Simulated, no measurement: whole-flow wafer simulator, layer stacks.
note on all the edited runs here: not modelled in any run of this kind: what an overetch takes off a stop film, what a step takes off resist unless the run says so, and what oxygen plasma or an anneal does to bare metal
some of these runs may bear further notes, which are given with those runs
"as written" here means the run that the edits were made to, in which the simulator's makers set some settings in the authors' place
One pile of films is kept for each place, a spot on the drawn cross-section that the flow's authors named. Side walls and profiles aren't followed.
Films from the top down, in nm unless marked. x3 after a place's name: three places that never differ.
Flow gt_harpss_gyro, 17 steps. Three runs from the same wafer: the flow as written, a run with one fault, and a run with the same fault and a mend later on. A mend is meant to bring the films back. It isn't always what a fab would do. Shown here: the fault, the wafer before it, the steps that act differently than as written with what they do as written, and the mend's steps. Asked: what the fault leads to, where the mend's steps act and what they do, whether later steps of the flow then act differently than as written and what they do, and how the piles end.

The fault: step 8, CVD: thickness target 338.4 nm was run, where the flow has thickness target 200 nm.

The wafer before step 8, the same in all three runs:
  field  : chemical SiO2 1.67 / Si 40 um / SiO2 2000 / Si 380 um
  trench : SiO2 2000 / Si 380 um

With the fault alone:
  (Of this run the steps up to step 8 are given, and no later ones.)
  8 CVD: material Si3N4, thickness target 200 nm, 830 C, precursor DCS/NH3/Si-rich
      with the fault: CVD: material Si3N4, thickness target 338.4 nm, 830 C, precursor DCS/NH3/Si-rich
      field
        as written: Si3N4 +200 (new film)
        with the fault: Si3N4 +338.4 (new film)
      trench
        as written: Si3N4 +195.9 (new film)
        with the fault: Si3N4 +330.3 (new film)
  After step 8 the piles differ from the flow's by more than 2% or 0.5 nm, whichever is larger, at field, trench.
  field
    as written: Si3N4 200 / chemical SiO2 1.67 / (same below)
    with the fault: Si3N4 338.4 / chemical SiO2 1.67 / (same below)
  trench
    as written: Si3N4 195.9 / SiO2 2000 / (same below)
    with the fault: Si3N4 330.3 / SiO2 2000 / (same below)

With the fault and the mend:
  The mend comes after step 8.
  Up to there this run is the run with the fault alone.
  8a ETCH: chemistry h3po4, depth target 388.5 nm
      field
        Si3N4 -338.4 (all of it)
      trench
        Si3N4 -330.3 (all of it)
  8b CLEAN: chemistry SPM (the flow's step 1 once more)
      changes no film at any place that is followed
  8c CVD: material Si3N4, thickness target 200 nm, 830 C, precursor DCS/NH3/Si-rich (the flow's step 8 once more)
      field
        Si3N4 +200 (new film)
      trench
        Si3N4 +195.9 (new film)
  No later step of the flow acts differently than as written at any place that is followed.
  At the end the piles are the same as the flow's at every place that both follow.
